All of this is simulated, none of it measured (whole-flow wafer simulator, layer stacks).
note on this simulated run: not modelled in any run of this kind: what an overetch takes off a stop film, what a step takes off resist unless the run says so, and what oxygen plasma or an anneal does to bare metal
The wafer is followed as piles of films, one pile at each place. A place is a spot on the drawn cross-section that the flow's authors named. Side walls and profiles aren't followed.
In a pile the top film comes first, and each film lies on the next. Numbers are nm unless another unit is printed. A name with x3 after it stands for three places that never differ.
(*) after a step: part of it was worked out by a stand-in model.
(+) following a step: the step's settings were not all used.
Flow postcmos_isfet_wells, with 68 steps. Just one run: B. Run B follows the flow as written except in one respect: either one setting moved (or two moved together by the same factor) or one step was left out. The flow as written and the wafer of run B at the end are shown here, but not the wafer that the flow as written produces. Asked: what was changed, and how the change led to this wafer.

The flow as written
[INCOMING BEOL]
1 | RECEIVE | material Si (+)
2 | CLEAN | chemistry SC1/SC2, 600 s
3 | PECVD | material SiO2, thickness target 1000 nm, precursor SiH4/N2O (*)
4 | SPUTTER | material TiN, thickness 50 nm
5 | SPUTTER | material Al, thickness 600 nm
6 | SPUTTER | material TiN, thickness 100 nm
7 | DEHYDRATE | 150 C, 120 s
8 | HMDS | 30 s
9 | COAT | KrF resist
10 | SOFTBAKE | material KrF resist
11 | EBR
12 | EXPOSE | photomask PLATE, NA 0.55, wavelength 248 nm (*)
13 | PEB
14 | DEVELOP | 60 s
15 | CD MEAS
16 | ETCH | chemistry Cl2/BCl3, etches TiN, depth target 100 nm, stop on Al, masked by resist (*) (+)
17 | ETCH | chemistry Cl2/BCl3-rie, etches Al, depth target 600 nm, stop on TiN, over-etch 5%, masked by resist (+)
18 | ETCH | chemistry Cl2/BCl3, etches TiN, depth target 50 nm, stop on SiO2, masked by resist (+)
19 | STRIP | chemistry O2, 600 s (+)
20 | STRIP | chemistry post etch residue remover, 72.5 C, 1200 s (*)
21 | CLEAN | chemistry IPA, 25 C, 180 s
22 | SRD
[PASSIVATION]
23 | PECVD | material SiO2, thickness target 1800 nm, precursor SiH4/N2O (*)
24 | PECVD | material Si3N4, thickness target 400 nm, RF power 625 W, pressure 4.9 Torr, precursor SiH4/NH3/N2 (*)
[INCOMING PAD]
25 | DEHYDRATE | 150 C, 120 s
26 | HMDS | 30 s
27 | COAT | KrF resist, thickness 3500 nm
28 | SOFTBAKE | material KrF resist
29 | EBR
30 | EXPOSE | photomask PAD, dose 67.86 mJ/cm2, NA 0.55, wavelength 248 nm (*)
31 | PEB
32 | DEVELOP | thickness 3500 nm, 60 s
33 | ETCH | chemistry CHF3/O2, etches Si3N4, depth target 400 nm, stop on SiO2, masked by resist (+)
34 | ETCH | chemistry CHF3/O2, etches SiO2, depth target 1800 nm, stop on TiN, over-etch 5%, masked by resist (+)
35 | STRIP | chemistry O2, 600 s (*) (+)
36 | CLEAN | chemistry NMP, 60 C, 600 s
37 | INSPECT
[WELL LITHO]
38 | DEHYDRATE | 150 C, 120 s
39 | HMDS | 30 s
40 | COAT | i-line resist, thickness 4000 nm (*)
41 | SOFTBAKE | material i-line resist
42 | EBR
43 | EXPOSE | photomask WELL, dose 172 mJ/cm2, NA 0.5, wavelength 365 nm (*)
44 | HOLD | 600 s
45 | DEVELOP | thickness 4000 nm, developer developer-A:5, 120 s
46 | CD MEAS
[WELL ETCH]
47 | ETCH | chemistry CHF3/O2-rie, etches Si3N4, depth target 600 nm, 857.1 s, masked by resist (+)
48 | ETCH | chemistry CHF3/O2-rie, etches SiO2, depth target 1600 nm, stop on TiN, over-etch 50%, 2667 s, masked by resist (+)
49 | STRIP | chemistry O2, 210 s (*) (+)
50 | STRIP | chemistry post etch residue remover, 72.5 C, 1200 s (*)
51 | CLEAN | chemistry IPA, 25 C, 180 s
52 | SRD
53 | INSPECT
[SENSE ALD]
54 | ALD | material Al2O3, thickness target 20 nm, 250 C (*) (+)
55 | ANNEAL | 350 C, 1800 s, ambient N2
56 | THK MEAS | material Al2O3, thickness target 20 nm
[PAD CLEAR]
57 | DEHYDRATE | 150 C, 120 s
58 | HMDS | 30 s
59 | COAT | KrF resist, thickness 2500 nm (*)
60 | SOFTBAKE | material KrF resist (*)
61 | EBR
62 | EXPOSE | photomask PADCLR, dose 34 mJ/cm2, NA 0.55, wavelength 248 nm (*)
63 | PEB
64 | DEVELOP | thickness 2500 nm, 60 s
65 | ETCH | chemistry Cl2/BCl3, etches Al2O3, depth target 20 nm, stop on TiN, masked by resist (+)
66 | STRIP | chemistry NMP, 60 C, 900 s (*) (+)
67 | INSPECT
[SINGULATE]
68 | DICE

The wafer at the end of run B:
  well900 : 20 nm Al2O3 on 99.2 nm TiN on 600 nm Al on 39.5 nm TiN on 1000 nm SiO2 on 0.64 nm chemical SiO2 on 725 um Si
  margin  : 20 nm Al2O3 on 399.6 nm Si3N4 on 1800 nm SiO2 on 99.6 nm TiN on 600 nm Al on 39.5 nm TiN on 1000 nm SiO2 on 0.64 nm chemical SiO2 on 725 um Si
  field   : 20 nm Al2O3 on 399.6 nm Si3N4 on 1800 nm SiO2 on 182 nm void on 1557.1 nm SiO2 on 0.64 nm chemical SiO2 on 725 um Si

The reason: step 4, SPUTTER: thickness 39.5 nm was run, while the flow as written has thickness 50 nm; step 18, ETCH: depth target 39.5 nm was run, where the flow has depth target 50 nm.
One can read it off the wafer: well900 has TiN 39.5, and step 4 as written asks for 50 nm.

Step by step, how the change led to this:
  4 | SPUTTER | material TiN, thickness 50 nm
      field, margin, well900 and 6 more: +39.5 TiN (new film) (it would be, as written: +50 TiN (new film))
  18 | ETCH | chemistry Cl2/BCl3, etches TiN, depth target 50 nm, stop on SiO2, masked by resist (+)
      margin, well900, well1300, well2000, well3000, pad_rim, pad_clr, pad_open: -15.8 KrF resist (it would be, as written: -20 KrF resist)
      field: -39.5 TiN (all of it) (it would be, as written: -50 TiN (all of it))
  23 | PECVD | material SiO2, thickness target 1800 nm, precursor SiH4/N2O (*)
      field: +1800 SiO2 (new film), +182 void (new film), +557.1 SiO2 (it would be, as written: +1800 SiO2 (new film), +189.9 void (new film), +559.7 SiO2)
